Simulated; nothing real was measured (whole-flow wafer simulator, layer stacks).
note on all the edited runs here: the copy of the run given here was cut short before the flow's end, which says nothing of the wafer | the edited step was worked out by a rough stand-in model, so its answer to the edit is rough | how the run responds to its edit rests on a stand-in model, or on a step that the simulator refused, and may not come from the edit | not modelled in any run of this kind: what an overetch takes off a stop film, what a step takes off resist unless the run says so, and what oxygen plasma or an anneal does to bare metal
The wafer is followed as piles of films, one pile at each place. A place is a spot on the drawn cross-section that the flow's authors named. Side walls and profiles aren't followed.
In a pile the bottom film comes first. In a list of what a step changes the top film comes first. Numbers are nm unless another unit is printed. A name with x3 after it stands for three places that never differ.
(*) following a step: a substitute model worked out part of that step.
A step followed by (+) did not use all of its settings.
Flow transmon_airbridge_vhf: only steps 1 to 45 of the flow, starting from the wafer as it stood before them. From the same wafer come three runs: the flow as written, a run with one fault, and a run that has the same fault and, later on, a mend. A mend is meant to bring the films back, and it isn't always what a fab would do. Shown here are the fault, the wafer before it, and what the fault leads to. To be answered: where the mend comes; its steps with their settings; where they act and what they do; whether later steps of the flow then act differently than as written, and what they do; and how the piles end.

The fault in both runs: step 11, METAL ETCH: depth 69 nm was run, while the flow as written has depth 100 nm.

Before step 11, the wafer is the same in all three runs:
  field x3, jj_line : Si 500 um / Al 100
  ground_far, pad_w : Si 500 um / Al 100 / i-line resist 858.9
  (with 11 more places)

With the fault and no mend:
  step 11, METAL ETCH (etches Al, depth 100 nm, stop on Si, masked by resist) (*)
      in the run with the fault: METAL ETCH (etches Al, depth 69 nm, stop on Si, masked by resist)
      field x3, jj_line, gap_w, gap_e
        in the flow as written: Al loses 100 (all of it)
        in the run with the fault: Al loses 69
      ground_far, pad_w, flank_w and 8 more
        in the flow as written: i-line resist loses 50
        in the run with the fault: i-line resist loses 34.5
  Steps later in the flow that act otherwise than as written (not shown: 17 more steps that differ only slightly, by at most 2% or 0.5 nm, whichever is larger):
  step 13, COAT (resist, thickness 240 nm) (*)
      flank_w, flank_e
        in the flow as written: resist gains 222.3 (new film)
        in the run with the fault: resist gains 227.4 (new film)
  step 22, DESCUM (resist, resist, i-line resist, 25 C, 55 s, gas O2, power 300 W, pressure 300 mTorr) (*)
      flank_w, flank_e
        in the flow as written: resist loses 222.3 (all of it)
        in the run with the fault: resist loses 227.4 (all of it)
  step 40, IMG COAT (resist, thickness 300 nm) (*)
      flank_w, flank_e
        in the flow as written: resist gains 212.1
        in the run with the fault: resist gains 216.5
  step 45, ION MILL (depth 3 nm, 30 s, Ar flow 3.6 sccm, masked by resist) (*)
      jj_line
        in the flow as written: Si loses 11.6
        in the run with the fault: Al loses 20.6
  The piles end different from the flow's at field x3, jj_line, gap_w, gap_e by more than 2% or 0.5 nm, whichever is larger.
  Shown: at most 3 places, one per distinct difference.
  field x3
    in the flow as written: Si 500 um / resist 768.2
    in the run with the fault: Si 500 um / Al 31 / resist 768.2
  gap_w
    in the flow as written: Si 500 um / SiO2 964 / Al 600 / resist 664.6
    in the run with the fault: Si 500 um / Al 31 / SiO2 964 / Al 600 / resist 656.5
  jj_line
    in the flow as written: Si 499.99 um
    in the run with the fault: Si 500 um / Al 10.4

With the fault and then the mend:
  The mend stands after step 12.
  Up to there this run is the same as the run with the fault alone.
  step 12a, COAT (i-line resist, thickness 900 nm) (*) (the flow's step 6, run once more)
      field x3, jj_line, trace_open_s x2, margin_s, bridge_strip, margin_n
        i-line resist gains 900 (new film)
      pad_w, pad_e
        i-line resist gains 891.5 (new film)
      flank_w, flank_e
        i-line resist gains 883.8 (new film)
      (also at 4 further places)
  step 12b, SOFTBAKE (i-line resist, 90 C, 90 s) (the flow's step 7, run once more)
      flank_w, flank_e
        i-line resist loses 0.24
      gap_w, gap_e
        i-line resist gains 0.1
  step 12c, EXPOSE (i-line resist, thickness 900 nm, photomask AB CPW, dose 155.4 mJ/cm2, NA 0.45, wavelength 365 nm) (*) (the flow's step 8, run once more)
      leaves every film unchanged at each place that is followed
  step 12d, PEB (i-line resist, 110 C, 60 s) (the flow's step 9, run once more)
      field x3, jj_line, trace_open_s x2, margin_s, bridge_strip, margin_n
        i-line resist loses 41
      pad_w, pad_e
        i-line resist loses 40.6
      flank_w, flank_e
        i-line resist loses 40.3
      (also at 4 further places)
  step 12e, DEVELOP (i-line resist, thickness 900 nm, developer developer-B, 60 s) (the flow's step 10, run once more)
      pad_w, cpw_trace, pad_e, trace_open_s x2, margin_s, bridge_strip, margin_n
        i-line resist loses 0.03
      field x3, jj_line
        i-line resist loses 859 (all of it)
      gap_w, gap_e
        i-line resist loses 895 (all of it)
  step 12f, METAL ETCH (etches Al, depth 31 nm, stop on Si, masked by resist) (*) (the flow's step 11, run once more with other settings)
      ground_far, pad_w, flank_w and 8 more
        i-line resist loses 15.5
      field x3, jj_line, gap_w, gap_e
        Al loses 31 (all of it)
  step 12g, STRIP (i-line resist, 80 C, 600 s) (*) (+) (the flow's step 12, run once more)
      trace_open_s x2, margin_s, bridge_strip, margin_n
        i-line resist loses 843.4 (all of it)
      pad_w, pad_e
        i-line resist loses 835.3 (all of it)
      flank_w, flank_e
        i-line resist loses 827.8 (all of it)
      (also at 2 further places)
  Later steps of the flow that are run all act as written at every place that is followed.
  At every place that both follow, the piles at the end match the flow's.
